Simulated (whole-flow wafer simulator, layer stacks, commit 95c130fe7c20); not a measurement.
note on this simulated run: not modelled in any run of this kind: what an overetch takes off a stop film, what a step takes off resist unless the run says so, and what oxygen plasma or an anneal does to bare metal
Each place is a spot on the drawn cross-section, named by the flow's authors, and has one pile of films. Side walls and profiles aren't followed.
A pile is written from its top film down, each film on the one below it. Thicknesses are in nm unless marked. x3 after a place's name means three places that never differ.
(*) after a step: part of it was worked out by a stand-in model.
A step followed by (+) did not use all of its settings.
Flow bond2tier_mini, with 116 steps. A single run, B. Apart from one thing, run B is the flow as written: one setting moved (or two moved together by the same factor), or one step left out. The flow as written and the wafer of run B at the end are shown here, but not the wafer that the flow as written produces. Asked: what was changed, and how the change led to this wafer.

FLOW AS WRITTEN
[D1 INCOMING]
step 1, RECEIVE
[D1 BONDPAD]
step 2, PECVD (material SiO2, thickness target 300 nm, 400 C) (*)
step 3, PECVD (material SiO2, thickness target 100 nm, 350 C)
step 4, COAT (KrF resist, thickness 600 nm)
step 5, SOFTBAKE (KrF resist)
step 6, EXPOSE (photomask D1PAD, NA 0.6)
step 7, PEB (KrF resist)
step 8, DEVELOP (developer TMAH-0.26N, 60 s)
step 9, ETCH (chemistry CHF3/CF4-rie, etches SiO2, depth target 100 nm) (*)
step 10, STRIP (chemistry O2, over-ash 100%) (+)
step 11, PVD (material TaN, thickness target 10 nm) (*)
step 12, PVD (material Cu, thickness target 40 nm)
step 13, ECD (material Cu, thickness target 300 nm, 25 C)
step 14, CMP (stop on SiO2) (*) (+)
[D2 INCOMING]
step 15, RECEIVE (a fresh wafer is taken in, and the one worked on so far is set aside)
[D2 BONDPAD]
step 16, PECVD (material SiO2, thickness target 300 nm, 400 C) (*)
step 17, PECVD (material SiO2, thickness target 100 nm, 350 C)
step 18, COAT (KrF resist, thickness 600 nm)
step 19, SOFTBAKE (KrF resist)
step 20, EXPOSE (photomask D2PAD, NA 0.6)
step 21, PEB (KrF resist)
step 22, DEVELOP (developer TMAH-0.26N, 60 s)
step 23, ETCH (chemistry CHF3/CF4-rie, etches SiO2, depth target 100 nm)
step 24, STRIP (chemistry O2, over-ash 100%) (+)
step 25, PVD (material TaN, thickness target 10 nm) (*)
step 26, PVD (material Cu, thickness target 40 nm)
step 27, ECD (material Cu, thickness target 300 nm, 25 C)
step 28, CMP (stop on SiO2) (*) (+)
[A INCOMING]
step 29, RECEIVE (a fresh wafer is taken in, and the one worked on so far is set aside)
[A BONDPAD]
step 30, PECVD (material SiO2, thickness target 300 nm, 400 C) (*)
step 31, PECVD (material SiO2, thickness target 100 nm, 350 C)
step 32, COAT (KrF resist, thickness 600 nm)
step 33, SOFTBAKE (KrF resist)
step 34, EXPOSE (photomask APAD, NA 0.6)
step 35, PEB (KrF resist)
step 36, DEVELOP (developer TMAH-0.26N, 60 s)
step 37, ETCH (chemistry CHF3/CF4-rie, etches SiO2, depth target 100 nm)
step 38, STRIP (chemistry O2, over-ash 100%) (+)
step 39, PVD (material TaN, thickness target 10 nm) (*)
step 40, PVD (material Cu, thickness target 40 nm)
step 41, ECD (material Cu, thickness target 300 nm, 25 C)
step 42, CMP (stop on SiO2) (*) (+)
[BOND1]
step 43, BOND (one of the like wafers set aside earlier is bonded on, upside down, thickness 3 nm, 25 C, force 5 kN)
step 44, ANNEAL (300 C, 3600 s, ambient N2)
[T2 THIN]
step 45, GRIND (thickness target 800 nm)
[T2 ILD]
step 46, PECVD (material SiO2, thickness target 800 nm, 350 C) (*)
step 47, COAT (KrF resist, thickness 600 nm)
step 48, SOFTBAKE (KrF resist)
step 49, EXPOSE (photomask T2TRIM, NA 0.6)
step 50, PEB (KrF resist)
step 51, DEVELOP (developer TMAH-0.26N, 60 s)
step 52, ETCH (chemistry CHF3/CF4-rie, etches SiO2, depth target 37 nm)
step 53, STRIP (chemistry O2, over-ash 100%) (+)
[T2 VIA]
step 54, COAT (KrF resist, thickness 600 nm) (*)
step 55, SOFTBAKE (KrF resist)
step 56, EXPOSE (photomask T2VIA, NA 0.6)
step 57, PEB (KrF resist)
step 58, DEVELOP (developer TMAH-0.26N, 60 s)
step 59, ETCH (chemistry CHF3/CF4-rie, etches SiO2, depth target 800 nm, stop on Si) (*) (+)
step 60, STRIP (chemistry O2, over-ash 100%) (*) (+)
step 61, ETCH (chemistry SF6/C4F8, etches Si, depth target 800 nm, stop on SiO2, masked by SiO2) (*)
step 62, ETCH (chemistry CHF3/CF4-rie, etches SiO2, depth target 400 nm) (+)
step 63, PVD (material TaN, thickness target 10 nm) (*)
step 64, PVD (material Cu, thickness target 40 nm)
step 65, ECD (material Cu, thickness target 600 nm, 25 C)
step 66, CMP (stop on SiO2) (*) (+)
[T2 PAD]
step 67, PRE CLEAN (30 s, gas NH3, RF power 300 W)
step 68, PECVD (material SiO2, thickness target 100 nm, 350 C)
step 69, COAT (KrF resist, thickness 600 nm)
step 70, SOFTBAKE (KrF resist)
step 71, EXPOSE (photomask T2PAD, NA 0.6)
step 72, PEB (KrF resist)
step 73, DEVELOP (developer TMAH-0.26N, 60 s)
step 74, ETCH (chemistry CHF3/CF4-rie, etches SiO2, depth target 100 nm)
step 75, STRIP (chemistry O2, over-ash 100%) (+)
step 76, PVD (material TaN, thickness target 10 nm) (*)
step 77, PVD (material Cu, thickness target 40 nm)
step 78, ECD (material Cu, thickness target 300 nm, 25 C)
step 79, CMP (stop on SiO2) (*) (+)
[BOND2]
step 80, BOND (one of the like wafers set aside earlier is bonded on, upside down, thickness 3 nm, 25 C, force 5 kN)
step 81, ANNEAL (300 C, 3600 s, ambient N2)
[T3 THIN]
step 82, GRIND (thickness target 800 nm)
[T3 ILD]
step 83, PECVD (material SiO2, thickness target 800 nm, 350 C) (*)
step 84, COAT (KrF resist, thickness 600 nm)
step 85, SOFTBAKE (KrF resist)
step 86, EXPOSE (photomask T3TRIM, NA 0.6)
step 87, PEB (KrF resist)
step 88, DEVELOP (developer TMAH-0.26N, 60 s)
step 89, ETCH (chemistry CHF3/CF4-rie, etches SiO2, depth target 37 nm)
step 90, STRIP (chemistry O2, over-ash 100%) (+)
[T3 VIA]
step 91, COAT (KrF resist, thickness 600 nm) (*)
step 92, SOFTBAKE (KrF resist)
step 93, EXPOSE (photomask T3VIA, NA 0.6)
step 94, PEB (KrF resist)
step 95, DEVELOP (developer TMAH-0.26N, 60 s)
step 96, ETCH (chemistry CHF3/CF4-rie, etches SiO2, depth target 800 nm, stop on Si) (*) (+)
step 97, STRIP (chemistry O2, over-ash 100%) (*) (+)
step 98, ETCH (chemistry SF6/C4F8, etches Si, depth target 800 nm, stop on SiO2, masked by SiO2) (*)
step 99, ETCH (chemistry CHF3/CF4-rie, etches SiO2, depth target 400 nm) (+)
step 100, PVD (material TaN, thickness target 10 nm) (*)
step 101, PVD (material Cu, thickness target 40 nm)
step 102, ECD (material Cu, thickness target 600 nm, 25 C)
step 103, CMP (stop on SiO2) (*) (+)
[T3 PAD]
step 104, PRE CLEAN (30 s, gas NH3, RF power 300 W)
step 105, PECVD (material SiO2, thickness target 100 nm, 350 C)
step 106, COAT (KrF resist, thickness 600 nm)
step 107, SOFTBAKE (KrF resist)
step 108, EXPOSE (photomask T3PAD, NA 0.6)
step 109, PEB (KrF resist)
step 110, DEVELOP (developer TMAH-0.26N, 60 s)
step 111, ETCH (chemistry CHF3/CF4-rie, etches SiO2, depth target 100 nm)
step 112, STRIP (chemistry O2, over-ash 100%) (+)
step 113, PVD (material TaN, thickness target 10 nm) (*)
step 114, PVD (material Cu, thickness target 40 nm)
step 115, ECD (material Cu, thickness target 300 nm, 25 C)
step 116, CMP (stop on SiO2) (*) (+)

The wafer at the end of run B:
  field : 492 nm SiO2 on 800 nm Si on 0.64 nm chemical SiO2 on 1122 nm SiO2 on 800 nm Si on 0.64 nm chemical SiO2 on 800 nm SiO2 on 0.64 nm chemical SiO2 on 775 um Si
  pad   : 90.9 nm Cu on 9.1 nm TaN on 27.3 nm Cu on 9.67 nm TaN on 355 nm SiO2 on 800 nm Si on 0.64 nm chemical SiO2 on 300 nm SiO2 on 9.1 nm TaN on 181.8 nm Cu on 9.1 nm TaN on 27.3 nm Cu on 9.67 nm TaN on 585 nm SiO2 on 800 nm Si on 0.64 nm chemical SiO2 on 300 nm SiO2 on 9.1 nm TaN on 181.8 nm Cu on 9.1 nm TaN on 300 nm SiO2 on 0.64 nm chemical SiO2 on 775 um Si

The reason: step 62, ETCH: depth target 170 nm was run, while the flow as written has depth target 400 nm.

Step by step, how the change led to this:
  step 62, ETCH (chemistry CHF3/CF4-rie, etches SiO2, depth target 400 nm) (+)
      field, pad: SiO2 loses 170 (in the flow as written it would be: SiO2 loses 400)
